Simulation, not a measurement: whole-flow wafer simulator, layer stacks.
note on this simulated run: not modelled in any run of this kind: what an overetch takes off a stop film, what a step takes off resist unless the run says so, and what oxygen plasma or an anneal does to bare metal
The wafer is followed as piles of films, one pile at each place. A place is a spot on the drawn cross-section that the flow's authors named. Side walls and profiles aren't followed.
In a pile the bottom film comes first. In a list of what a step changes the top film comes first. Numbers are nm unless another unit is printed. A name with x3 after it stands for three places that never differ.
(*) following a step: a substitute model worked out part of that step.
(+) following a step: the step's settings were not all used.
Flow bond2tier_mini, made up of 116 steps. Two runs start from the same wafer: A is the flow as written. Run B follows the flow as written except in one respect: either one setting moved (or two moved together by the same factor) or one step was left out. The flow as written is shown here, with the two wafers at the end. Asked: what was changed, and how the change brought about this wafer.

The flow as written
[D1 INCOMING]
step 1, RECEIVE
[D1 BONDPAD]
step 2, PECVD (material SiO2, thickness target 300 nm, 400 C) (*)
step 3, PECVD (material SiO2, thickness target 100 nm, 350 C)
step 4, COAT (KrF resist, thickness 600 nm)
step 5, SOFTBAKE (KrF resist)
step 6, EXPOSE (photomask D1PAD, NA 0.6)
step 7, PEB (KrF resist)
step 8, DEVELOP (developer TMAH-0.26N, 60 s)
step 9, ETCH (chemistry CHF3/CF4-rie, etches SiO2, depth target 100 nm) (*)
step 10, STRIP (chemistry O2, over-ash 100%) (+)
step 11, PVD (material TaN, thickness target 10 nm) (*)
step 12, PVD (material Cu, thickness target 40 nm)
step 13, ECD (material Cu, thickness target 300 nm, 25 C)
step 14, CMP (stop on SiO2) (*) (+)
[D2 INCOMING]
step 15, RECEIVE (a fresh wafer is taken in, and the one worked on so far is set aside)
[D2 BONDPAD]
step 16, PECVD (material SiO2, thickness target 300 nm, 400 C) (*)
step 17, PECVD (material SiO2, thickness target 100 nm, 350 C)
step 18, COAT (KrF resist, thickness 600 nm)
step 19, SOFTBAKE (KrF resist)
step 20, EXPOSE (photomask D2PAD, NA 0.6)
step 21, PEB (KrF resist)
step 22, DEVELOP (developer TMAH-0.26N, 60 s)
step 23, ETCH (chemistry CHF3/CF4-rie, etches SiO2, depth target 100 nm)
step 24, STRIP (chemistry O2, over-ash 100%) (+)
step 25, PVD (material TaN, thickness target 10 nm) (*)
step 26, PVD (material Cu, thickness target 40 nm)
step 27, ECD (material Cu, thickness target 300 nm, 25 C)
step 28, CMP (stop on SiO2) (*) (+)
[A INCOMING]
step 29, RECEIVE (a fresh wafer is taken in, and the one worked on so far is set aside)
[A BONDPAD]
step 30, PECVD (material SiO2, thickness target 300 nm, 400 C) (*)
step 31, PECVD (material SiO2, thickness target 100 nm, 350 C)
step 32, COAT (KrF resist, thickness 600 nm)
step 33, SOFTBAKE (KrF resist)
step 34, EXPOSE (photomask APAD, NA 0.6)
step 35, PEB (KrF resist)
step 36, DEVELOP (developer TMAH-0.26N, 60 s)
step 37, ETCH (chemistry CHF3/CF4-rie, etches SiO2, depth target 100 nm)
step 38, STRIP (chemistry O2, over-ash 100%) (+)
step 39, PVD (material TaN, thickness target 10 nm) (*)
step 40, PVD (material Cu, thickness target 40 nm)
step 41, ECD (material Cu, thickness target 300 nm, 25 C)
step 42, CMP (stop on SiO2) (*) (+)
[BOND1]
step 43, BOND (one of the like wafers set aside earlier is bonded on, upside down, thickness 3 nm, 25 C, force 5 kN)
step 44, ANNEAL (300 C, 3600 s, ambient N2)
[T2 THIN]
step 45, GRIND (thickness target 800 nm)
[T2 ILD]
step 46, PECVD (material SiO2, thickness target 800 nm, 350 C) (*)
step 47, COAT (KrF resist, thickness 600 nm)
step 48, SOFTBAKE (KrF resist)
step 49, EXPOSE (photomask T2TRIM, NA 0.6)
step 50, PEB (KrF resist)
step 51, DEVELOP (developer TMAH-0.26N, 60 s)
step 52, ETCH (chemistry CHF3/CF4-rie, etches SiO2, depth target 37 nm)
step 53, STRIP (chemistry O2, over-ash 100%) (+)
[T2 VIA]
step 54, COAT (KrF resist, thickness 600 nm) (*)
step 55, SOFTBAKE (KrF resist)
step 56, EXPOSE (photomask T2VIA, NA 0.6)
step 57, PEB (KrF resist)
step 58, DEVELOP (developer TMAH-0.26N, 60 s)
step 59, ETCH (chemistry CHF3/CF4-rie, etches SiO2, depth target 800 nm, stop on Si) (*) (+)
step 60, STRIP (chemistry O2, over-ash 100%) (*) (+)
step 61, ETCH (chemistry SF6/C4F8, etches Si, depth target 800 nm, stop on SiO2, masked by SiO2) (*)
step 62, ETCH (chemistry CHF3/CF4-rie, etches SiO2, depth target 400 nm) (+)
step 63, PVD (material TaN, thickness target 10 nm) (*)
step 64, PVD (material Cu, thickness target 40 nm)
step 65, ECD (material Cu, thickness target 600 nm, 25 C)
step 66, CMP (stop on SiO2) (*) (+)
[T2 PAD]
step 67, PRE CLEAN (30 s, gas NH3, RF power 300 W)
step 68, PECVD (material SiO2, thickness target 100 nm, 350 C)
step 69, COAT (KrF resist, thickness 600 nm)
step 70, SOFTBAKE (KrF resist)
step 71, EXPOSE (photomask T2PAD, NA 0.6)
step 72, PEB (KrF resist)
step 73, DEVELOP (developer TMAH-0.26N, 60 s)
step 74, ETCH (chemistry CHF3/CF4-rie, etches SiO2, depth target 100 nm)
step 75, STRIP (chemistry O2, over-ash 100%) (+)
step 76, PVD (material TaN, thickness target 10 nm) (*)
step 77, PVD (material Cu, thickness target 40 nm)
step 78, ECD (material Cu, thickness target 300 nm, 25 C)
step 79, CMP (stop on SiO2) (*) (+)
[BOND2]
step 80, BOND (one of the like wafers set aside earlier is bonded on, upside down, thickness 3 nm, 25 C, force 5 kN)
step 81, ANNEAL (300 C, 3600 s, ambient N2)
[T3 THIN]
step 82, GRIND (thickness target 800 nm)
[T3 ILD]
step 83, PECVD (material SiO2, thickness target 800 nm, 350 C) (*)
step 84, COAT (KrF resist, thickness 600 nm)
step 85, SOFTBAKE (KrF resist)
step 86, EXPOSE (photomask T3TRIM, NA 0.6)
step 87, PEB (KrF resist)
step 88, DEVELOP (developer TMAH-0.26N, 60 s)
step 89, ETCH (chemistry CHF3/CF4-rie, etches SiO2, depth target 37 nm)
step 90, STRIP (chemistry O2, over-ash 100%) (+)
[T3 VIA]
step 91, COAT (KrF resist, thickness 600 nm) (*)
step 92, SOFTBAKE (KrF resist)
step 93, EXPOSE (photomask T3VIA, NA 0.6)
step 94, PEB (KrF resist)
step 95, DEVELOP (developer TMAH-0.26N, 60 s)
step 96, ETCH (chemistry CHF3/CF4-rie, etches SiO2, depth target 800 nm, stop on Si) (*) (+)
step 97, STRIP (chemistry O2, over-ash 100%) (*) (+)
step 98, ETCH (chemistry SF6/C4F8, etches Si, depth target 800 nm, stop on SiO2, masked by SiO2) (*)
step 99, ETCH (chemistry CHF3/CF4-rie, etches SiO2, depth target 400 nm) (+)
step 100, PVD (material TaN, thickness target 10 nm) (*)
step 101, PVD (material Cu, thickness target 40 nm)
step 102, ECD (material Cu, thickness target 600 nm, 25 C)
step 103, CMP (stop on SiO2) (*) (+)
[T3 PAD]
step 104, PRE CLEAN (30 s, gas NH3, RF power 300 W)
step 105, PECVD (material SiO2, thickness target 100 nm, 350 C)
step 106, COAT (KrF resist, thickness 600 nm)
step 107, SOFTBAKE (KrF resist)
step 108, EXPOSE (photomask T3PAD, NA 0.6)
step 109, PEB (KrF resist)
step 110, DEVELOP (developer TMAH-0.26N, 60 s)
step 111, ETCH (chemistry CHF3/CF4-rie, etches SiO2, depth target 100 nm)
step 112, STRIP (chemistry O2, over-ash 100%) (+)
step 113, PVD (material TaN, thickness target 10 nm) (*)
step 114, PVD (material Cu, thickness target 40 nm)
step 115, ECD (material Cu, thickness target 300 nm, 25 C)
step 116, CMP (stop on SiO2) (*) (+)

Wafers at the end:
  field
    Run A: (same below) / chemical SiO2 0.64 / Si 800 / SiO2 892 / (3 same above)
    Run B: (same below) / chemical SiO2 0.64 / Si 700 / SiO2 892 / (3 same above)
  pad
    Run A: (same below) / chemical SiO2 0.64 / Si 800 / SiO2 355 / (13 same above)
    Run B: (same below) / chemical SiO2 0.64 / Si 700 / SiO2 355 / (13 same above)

Cause: step 45, GRIND: thickness target 700 nm was run, though the flow has thickness target 800 nm.
One can read it off the wafer: field has Si 700, and step 45 as written asks for 800 nm.

Step by step, how the change led to this:
  step 45, GRIND (thickness target 800 nm)
      field, pad, via: A Si loses 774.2 um | B Si loses 774.3 um
